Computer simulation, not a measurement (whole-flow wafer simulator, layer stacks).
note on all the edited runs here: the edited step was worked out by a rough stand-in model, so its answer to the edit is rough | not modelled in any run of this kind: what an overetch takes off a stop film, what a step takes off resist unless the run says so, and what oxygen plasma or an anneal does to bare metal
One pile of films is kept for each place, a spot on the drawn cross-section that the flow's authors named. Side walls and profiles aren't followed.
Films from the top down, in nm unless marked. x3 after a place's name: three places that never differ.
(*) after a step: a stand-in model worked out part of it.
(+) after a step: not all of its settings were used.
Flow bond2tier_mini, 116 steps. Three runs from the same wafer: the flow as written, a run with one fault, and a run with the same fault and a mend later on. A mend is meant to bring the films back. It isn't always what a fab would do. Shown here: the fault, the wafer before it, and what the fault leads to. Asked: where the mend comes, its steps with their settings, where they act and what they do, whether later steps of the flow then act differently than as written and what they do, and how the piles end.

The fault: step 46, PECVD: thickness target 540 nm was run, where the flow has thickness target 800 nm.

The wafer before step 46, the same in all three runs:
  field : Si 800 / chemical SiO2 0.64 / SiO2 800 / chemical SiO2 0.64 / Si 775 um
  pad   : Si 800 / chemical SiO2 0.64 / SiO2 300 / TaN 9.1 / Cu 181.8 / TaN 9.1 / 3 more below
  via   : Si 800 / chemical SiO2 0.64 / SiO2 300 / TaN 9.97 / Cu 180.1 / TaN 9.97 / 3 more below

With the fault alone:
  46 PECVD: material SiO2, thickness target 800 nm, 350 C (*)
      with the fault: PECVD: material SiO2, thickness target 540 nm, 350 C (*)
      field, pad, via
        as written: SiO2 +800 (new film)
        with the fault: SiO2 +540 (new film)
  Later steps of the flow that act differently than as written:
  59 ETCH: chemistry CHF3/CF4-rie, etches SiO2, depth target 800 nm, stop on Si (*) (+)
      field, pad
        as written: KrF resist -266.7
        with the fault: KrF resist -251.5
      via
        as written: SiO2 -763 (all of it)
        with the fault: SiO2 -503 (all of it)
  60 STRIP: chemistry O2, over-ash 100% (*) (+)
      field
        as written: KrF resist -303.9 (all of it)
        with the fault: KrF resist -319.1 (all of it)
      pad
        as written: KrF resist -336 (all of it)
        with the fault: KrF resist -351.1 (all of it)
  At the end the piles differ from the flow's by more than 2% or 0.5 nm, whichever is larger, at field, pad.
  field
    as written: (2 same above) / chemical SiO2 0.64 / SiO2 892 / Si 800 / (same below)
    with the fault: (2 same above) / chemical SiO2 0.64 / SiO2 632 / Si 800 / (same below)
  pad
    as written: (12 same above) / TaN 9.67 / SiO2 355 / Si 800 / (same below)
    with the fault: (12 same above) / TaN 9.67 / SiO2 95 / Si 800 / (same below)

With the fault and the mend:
  The mend comes after step 46.
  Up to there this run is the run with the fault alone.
  46a PECVD: material SiO2, thickness target 260 nm, 350 C (the flow's step 46 once more, with other settings)
      field, pad, via
        SiO2 +260
  No later step of the flow acts differently than as written at any place that is followed.
  At the end the piles are the same as the flow's at every place that both follow.
